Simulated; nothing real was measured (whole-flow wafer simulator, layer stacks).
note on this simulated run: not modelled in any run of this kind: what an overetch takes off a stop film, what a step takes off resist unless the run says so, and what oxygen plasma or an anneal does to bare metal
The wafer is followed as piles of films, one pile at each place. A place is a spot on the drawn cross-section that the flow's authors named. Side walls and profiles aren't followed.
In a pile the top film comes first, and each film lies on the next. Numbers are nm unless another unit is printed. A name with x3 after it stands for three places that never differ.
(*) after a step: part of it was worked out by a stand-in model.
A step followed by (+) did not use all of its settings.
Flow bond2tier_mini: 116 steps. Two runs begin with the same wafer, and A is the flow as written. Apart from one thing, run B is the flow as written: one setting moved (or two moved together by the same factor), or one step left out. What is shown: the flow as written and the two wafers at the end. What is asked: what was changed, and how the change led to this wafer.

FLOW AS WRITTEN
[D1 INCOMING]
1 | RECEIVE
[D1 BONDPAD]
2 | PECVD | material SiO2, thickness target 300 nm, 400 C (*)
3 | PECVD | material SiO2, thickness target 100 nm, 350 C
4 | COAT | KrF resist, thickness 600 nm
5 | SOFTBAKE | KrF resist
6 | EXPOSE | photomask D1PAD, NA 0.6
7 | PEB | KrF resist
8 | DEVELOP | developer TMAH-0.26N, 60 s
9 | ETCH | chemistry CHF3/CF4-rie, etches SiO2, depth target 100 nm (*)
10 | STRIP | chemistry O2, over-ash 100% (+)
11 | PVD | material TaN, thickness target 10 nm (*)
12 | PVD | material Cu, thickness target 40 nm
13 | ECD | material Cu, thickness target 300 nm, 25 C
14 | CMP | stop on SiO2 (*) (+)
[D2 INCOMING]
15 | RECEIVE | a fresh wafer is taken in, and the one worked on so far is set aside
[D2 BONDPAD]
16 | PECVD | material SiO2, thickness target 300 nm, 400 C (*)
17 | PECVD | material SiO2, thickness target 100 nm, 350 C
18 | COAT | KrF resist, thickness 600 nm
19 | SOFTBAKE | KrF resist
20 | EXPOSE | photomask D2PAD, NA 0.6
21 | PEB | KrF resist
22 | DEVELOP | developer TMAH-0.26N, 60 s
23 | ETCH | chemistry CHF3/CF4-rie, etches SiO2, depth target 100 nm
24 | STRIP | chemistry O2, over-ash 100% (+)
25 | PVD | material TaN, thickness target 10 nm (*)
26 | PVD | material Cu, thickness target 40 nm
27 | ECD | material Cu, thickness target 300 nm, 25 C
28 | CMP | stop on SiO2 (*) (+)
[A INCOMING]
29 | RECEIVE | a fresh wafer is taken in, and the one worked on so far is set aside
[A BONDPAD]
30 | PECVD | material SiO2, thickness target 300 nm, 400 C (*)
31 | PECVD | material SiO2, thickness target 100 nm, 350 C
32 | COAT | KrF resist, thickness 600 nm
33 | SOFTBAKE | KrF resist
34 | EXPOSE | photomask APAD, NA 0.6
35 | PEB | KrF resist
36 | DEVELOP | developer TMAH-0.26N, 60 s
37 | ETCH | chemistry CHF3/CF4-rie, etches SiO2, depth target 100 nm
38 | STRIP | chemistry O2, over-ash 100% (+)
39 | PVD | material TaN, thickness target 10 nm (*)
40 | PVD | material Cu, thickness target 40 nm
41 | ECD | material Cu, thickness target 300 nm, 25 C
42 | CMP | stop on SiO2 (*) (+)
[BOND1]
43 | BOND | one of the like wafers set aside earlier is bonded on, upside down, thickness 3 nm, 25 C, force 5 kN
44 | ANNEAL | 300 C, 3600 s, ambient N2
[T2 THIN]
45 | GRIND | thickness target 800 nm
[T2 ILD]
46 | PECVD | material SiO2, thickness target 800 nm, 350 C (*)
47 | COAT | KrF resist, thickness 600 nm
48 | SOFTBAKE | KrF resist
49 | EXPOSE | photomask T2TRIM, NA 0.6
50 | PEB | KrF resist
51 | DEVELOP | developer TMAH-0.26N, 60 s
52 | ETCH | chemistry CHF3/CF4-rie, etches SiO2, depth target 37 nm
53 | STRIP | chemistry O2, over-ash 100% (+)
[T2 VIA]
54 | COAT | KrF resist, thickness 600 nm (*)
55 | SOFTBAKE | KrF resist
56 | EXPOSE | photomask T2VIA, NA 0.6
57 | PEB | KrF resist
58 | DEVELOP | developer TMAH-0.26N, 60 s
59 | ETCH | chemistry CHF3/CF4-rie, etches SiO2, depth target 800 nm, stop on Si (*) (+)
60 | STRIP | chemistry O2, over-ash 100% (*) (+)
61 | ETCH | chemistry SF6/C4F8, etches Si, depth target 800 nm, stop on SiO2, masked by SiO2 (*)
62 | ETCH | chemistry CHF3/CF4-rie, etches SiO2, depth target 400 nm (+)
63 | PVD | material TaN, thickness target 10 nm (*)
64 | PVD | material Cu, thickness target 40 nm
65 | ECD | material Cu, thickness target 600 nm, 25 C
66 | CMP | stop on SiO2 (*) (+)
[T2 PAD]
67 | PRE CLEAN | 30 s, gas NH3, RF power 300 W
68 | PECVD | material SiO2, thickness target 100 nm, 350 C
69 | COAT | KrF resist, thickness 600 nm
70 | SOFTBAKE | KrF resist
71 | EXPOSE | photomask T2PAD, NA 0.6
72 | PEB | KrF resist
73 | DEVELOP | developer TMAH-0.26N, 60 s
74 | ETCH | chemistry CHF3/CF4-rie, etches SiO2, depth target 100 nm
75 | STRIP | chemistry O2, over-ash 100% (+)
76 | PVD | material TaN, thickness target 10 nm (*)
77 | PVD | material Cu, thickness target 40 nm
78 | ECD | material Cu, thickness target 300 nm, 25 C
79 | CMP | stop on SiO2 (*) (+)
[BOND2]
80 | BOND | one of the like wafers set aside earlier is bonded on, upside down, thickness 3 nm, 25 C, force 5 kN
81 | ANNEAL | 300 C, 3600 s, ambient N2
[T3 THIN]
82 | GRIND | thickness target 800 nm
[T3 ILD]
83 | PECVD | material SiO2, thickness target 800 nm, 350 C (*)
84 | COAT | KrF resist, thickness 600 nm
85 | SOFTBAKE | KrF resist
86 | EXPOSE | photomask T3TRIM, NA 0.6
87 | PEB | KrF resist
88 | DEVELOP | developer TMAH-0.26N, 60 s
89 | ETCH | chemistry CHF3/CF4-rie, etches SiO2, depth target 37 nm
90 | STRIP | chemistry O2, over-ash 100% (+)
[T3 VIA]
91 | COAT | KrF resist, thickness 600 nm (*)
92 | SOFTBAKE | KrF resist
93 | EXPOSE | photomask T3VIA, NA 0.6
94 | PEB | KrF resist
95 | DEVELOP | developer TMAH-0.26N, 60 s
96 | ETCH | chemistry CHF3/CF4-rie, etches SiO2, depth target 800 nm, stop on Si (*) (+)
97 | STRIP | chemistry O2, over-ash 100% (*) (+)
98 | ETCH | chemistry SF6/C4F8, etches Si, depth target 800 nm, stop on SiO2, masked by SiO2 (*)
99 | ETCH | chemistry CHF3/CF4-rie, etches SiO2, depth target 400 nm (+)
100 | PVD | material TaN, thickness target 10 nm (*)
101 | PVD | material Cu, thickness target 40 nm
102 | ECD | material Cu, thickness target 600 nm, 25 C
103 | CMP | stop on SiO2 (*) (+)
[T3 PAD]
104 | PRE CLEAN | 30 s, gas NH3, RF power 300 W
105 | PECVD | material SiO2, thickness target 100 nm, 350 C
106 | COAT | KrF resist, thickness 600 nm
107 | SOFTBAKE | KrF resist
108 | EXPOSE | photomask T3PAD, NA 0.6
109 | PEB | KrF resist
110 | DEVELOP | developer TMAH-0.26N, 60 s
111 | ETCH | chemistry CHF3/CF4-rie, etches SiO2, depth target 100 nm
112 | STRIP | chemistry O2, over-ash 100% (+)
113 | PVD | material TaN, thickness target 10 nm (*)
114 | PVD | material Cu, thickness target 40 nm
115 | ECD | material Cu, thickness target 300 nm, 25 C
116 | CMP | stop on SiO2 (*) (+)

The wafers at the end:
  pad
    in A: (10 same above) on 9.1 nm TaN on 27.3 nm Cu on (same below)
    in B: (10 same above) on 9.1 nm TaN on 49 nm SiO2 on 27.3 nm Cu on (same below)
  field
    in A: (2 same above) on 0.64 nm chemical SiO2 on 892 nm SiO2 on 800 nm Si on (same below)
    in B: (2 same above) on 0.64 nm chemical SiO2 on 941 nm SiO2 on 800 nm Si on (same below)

What caused this: step 68, PECVD: thickness target 149 nm was run, while the flow as written has thickness target 100 nm.

How this came from the change, step by step:
  68 | PECVD | material SiO2, thickness target 100 nm, 350 C
      field: A +100 SiO2 | B +149 SiO2
      pad: A +100 SiO2 (new film) | B +149 SiO2 (new film)
  74 | ETCH | chemistry CHF3/CF4-rie, etches SiO2, depth target 100 nm
      pad: A -100 SiO2 (all of it) | B -100 SiO2
If metal films that touch count as one body, pad has 4 bodies (between them, from the top down: SiO2 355 / Si 800 / chemical SiO2 0.64 / SiO2 300; SiO2 49; SiO2 355 / Si 800 / chemical SiO2 0.64 / SiO2 300); the flow as written gives 3 bodies (between them, from the top down: SiO2 355 / Si 800 / chemical SiO2 0.64 / SiO2 300; SiO2 355 / Si 800 / chemical SiO2 0.64 / SiO2 300).
